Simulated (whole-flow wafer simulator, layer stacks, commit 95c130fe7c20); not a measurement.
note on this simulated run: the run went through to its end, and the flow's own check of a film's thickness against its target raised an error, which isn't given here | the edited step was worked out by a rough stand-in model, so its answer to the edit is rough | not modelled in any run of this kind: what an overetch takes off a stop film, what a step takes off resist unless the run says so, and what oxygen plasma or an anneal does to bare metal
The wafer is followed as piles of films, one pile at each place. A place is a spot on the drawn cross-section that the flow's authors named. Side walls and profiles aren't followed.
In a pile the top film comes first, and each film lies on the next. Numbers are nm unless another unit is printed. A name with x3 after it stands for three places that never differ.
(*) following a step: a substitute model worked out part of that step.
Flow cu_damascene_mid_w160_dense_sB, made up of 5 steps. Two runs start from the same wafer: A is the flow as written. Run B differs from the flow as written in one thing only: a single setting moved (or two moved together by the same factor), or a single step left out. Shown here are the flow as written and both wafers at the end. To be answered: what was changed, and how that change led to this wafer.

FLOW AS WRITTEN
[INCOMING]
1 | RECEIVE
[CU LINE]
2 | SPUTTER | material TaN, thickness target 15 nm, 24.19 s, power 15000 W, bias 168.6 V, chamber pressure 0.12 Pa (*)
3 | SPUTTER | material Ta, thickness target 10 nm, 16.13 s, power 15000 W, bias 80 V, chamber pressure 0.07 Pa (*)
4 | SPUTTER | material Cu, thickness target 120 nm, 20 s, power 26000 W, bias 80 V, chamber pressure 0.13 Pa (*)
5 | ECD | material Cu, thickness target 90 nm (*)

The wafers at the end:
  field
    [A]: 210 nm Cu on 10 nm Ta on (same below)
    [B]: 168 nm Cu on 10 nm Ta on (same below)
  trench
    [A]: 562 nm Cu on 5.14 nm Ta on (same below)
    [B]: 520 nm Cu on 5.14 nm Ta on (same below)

Cause: step 4, SPUTTER: thickness target 78 nm was run, while the flow as written has thickness target 120 nm; step 4, SPUTTER: 13 s was run, where the flow has 20 s.

How this came from the change, step by step:
  4 | SPUTTER | material Cu, thickness target 120 nm, 20 s, power 26000 W, bias 80 V, chamber pressure 0.13 Pa (*)
      field: A +120 Cu (new film) | B +78 Cu (new film)
      trench: A +62 Cu (new film) | B +40.3 Cu (new film)
  5 | ECD | material Cu, thickness target 90 nm (*)
      trench: A +500 Cu | B +479.7 Cu
